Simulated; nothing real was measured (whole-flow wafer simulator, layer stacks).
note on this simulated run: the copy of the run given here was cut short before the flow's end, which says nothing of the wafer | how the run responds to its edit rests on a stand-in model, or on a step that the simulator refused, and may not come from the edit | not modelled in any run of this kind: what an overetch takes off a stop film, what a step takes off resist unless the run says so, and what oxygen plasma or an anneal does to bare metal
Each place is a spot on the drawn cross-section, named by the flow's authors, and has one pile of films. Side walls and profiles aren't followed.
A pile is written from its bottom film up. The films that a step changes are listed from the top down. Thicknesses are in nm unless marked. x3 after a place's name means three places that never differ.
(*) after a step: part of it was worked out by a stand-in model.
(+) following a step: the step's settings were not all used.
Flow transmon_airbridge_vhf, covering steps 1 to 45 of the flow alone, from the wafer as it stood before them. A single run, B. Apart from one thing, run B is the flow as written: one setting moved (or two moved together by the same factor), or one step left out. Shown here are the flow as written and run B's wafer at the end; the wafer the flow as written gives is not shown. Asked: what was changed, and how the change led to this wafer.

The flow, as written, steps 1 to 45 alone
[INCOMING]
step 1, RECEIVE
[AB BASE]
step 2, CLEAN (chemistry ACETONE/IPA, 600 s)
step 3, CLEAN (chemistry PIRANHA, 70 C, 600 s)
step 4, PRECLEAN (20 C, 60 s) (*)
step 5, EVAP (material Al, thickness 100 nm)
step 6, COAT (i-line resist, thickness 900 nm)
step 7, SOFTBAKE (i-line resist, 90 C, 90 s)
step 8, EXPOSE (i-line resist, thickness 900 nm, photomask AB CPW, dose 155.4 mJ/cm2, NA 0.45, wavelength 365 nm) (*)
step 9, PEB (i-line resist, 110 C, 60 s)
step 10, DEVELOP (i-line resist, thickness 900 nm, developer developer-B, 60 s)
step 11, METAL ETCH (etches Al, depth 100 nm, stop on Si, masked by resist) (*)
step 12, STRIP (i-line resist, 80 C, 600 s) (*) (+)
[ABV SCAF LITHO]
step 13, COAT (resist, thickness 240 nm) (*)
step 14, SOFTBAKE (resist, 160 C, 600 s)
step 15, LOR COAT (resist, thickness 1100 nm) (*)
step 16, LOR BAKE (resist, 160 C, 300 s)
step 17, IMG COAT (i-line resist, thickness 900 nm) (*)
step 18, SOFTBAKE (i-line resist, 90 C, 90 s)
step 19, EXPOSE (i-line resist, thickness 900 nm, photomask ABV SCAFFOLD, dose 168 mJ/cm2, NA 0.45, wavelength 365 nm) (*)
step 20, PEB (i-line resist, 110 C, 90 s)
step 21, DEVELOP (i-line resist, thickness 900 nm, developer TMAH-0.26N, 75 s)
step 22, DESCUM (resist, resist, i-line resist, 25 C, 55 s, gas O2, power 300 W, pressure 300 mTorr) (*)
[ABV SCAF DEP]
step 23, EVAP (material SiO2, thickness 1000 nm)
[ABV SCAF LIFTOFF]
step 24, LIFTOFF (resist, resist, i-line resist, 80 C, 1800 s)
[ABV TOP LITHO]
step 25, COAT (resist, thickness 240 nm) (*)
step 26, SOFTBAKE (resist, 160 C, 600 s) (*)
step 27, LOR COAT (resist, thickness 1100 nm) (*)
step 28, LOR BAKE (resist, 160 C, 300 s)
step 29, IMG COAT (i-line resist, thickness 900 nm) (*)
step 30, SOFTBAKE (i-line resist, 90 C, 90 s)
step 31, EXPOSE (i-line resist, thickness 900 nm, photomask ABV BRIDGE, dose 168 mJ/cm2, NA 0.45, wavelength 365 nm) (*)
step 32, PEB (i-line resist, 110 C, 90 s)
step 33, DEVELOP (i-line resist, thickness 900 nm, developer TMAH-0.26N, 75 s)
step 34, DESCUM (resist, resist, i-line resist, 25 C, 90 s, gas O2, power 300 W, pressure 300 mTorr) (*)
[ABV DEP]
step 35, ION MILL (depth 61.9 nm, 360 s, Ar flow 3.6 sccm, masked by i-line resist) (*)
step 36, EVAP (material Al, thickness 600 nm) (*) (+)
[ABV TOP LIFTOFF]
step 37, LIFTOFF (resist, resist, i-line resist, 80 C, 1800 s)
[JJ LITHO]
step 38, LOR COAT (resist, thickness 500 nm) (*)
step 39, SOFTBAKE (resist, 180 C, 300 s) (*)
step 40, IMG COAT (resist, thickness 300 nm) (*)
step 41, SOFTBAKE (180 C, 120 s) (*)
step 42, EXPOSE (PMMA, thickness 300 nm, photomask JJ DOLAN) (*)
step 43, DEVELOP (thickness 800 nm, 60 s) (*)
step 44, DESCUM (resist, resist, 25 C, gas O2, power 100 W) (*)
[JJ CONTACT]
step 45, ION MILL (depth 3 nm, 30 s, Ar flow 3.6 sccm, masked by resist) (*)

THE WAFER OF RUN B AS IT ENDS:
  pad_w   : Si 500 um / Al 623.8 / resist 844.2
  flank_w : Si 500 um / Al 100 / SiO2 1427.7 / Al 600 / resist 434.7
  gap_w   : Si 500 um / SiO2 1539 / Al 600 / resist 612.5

Cause: step 23, EVAP: thickness 1575 nm was run, whereas the flow has thickness 1000 nm.

Step by step, how the change led to this:
  step 23, EVAP (material SiO2, thickness 1000 nm)
      field x3, jj_line, ground_far and 10 more: SiO2 gains 1575 (new film) (it would be, as written: SiO2 gains 1000 (new film))
      flank_w, flank_e: SiO2 gains 1463.7 (new film) (it would be, as written: SiO2 gains 929.3 (new film))
  step 24, LIFTOFF (resist, resist, i-line resist, 80 C, 1800 s)
      field x3, jj_line, trace_open_s x2: SiO2 loses 1575 (all of it), i-line resist loses 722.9 (all of it), resist loses 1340 (all of it) (it would be, as written: SiO2 loses 1000 (all of it), i-line resist loses 722.9 (all of it), resist loses 1340 (all of it))
      pad_w, pad_e: SiO2 loses 1575 (all of it), i-line resist loses 718 (all of it), resist loses 1330.2 (all of it) (it would be, as written: SiO2 loses 1000 (all of it), i-line resist loses 718 (all of it), resist loses 1330.2 (all of it))
      (also at 1 further place)
  step 25, COAT (resist, thickness 240 nm) (*)
      flank_w, flank_e: resist gains 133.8 (new film) (it would be, as written: resist gains 152.6 (new film))
      gap_w, gap_e: resist gains 186.8 (new film) (it would be, as written: resist gains 210.7 (new film))
      (also at 6 further places)
  step 27, LOR COAT (resist, thickness 1100 nm) (*)
      gap_w, gap_e: resist gains 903 (it would be, as written: resist gains 977.8)
      margin_s, margin_n: resist gains 702.2 (it would be, as written: resist gains 823.4)
      (also at 6 further places)
  step 29, IMG COAT (i-line resist, thickness 900 nm) (*)
      gap_w, gap_e: i-line resist gains 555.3 (new film) (it would be, as written: i-line resist gains 681.7 (new film))
      margin_s, margin_n: i-line resist gains 424.6 (new film) (it would be, as written: i-line resist gains 603.2 (new film))
      (also at 7 further places)
  step 32, PEB (i-line resist, 110 C, 90 s)
      pad_w, pad_e: i-line resist loses 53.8 (it would be, as written: i-line resist loses 51)
      flank_w, flank_e: i-line resist loses 32.3 (it would be, as written: i-line resist loses 38.3)
      (also at 7 further places)
  step 33, DEVELOP (i-line resist, thickness 900 nm, developer TMAH-0.26N, 75 s)
      gap_w, gap_e: i-line resist loses 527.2 (all of it), resist loses 903 (it would be, as written: i-line resist loses 646.9 (all of it), resist loses 977.8)
      pad_w: i-line resist loses 985.8 (all of it), resist loses 1337.5 (it would be, as written: i-line resist loses 937.2 (all of it), resist loses 1247.8)
      (also at 5 further places)
  step 34, DESCUM (resist, resist, i-line resist, 25 C, 90 s, gas O2, power 300 W, pressure 300 mTorr) (*)
      flank_w, flank_e: resist loses 133.8 (all of it) (it would be, as written: resist loses 152.6 (all of it))
      gap_w, gap_e: resist loses 186.8 (all of it) (it would be, as written: resist loses 210.7 (all of it))
      (also at 4 further places)
  step 37, LIFTOFF (resist, resist, i-line resist, 80 C, 1800 s)
      margin_s, margin_n: Al loses 600 (all of it), i-line resist loses 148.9 (all of it), resist loses 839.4 (all of it) (it would be, as written: Al loses 600 (all of it), i-line resist loses 318.3 (all of it), resist loses 992 (all of it))
      ground_far: Al loses 600 (all of it), i-line resist loses 789.2 (all of it), resist loses 1399.4 (all of it) (it would be, as written: Al loses 600 (all of it), i-line resist loses 717.9 (all of it), resist loses 1384.9 (all of it))
  step 38, LOR COAT (resist, thickness 500 nm) (*)
      pad_w, pad_e: resist gains 555.3 (new film) (it would be, as written: resist gains 517 (new film))
      flank_w, flank_e: resist gains 271.1 (new film) (it would be, as written: resist gains 306.5 (new film))
      (also at 6 further places)
  step 40, IMG COAT (resist, thickness 300 nm) (*)
      pad_w, pad_e: resist gains 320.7 (it would be, as written: resist gains 300.1)
      flank_w, flank_e: resist gains 195.3 (it would be, as written: resist gains 212.1)
      (also at 6 further places)
